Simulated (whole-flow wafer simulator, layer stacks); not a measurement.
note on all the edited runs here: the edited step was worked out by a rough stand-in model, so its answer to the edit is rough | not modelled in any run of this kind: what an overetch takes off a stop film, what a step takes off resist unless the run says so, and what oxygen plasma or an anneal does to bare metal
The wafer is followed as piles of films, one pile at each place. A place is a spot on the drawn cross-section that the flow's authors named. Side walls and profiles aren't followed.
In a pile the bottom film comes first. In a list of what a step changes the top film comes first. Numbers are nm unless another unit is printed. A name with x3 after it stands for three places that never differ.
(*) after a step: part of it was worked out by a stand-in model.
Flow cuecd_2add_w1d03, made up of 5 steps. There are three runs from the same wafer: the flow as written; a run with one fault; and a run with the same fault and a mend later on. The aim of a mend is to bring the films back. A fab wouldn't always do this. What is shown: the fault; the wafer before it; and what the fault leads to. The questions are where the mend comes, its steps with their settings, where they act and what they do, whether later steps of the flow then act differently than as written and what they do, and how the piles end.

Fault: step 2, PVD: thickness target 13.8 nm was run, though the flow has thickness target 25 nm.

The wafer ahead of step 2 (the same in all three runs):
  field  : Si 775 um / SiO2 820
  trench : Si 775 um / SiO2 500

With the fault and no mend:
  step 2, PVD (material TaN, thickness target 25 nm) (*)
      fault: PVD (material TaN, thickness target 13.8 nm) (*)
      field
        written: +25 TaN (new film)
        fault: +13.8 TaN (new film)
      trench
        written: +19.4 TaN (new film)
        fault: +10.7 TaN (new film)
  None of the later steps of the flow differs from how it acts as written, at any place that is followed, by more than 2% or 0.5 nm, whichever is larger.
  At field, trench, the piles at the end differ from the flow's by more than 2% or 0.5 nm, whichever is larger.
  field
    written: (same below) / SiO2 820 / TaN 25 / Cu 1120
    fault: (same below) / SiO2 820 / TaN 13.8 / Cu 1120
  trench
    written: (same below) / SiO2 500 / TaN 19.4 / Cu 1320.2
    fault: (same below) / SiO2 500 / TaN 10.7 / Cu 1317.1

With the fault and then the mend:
  The mend stands after step 2.
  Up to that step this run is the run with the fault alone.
  step 2a, PVD (material TaN, thickness target 11.2 nm) (*) (the flow's step 2, run once more with other settings)
      field
        +11.2 TaN
      trench
        +8.62 TaN
  None of the later steps of the flow differs from how it acts as written, at any place that is followed, by more than 2% or 0.5 nm, whichever is larger.
  When the end is reached, the piles differ only a little from the flow's at the places that both follow, at most by 2% or 0.5 nm, whichever is larger.
